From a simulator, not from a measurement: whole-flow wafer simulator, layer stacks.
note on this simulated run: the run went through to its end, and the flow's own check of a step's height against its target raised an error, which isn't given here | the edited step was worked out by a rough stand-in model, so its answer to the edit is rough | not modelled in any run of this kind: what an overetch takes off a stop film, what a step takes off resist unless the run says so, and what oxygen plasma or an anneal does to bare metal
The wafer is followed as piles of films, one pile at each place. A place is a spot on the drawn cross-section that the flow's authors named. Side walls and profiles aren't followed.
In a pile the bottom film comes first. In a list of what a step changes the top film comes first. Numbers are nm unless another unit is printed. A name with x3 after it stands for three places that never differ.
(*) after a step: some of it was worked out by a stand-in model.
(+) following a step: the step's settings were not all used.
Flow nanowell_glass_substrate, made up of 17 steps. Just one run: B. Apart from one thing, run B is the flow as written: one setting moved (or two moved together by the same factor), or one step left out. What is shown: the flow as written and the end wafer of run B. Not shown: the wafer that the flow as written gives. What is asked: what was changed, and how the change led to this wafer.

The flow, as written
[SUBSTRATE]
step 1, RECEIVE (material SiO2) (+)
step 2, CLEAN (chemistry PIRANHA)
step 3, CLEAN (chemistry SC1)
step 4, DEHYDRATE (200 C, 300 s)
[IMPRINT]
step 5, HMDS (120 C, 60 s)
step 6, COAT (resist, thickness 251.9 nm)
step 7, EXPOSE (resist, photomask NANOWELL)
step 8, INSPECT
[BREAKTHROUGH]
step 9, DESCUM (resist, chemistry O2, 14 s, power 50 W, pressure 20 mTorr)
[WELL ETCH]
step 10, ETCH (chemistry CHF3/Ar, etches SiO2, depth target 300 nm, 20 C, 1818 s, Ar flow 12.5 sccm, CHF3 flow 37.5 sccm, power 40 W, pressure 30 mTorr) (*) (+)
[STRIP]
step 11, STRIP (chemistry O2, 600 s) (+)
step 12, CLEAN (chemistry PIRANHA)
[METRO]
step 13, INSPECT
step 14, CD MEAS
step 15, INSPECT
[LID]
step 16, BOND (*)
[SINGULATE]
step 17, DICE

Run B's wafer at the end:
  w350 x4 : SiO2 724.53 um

Cause: step 10, ETCH: depth target 465 nm was run, while the flow as written has depth target 300 nm; step 10, ETCH: 2818 s was run, where the flow has 1818 s.

How this came from the change, step by step:
  step 10, ETCH (chemistry CHF3/Ar, etches SiO2, depth target 300 nm, 20 C, 1818 s, Ar flow 12.5 sccm, CHF3 flow 37.5 sccm, power 40 W, pressure 30 mTorr) (*) (+)
      w350 x4: -465 SiO2 (as written it would have been: -300 SiO2)
      land: -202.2 resist (as written it would have been: -130.4 resist)
  step 11, STRIP (chemistry O2, 600 s) (+)
      land: -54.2 resist (all of it) (as written it would have been: -125.9 resist (all of it))
